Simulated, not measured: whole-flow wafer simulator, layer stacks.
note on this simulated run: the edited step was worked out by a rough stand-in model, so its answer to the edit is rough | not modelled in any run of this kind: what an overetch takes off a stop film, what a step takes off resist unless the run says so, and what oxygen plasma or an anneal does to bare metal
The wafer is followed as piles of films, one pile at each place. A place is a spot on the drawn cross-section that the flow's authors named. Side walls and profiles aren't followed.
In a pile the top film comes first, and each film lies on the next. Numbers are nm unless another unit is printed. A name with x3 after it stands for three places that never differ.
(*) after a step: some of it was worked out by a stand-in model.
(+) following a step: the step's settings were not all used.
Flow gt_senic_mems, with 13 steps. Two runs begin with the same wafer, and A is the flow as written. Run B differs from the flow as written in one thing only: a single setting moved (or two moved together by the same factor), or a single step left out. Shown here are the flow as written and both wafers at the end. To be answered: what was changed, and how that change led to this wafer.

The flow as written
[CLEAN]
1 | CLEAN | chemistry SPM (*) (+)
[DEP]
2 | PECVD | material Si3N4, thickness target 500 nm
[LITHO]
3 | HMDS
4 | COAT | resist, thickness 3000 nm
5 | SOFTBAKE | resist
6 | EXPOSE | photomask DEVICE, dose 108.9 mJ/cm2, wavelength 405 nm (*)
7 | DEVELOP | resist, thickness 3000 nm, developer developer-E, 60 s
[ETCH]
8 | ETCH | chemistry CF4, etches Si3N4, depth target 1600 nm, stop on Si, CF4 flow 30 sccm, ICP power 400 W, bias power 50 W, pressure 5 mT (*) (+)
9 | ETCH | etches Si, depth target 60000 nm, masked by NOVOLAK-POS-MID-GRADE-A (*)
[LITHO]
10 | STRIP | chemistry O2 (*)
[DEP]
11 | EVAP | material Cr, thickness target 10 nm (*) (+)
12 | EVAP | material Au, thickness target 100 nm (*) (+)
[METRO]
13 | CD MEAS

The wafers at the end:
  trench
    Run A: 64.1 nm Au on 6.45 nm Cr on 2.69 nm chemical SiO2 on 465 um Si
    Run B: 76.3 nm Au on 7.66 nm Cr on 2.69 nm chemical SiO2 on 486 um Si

Cause: step 9, ETCH: depth target 39000 nm was run, whereas the flow has depth target 60000 nm.

Step by step, how the change led to this:
  9 | ETCH | etches Si, depth target 60000 nm, masked by NOVOLAK-POS-MID-GRADE-A (*)
      field: A resist loses 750 | B resist loses 487.5
      trench: A Si loses 60 um | B Si loses 39 um
  10 | STRIP | chemistry O2 (*)
      field: A resist loses 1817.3 (all of it) | B resist loses 2079.8 (all of it)
  11 | EVAP | material Cr, thickness target 10 nm (*) (+)
      trench: A Cr gains 6.45 (new film) | B Cr gains 7.66 (new film)
  12 | EVAP | material Au, thickness target 100 nm (*) (+)
      trench: A Au gains 64.1 (new film) | B Au gains 76.3 (new film)
